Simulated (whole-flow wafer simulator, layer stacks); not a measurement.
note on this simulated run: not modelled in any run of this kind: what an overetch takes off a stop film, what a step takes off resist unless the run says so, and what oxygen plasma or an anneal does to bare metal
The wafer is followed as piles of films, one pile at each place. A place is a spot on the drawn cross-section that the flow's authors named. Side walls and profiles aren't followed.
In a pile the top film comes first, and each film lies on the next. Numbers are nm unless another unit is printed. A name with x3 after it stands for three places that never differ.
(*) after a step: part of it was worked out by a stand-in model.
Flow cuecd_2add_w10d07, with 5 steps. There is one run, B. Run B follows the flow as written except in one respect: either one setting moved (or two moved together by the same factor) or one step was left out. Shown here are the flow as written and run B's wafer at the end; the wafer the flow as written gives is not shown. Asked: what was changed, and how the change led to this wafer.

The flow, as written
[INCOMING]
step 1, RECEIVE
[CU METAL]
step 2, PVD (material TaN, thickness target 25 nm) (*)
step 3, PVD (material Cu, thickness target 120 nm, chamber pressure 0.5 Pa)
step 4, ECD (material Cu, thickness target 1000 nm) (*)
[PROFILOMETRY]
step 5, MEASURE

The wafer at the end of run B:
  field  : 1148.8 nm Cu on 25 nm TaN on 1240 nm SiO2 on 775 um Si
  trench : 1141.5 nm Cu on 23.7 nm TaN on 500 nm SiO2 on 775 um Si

What caused this: step 3, PVD: thickness target 148.8 nm was run, though the flow has thickness target 120 nm.

Step by step, how the change led to this:
  step 3, PVD (material Cu, thickness target 120 nm, chamber pressure 0.5 Pa)
      field: +148.8 Cu (new film) (in the flow as written it would be: +120 Cu (new film))
      trench: +141.5 Cu (new film) (in the flow as written it would be: +114 Cu (new film))
